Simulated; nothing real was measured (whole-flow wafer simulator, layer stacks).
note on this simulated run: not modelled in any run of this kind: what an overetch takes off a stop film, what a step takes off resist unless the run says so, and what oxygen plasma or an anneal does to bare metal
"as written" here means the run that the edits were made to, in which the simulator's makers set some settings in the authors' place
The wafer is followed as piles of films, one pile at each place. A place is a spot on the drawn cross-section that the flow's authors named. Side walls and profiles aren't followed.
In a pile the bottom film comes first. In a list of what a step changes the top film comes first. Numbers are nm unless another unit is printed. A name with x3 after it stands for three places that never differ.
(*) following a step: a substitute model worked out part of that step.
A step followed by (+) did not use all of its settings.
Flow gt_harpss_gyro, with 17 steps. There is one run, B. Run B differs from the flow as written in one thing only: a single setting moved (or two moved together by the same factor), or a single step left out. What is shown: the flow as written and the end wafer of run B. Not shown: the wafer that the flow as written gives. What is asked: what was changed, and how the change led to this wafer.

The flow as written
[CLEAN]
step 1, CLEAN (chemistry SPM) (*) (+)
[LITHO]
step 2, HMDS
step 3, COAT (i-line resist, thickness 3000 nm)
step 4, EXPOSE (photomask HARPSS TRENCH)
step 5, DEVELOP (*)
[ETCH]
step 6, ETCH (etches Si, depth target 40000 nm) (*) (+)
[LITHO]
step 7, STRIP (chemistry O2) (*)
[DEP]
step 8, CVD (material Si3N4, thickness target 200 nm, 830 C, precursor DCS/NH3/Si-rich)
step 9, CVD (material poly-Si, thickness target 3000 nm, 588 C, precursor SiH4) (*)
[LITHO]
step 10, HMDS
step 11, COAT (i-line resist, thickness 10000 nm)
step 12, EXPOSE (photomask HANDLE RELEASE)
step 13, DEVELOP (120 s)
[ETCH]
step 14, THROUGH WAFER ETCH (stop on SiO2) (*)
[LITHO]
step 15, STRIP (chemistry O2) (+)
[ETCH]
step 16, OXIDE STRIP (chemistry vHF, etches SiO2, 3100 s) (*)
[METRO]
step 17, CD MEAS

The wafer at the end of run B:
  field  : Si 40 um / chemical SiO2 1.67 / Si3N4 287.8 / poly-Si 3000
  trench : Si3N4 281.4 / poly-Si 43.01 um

Cause: step 8, CVD: thickness target 287.8 nm was run, whereas the flow has thickness target 200 nm.
The wafer lets one read it off: field has Si3N4 287.8, and step 8 as written asks for 200 nm.

Step by step, how the change led to this:
  step 8, CVD (material Si3N4, thickness target 200 nm, 830 C, precursor DCS/NH3/Si-rich)
      field: Si3N4 gains 287.8 (new film) (it would be, as written: Si3N4 gains 200 (new film))
      trench: Si3N4 gains 281.4 (new film) (it would be, as written: Si3N4 gains 195.9 (new film))
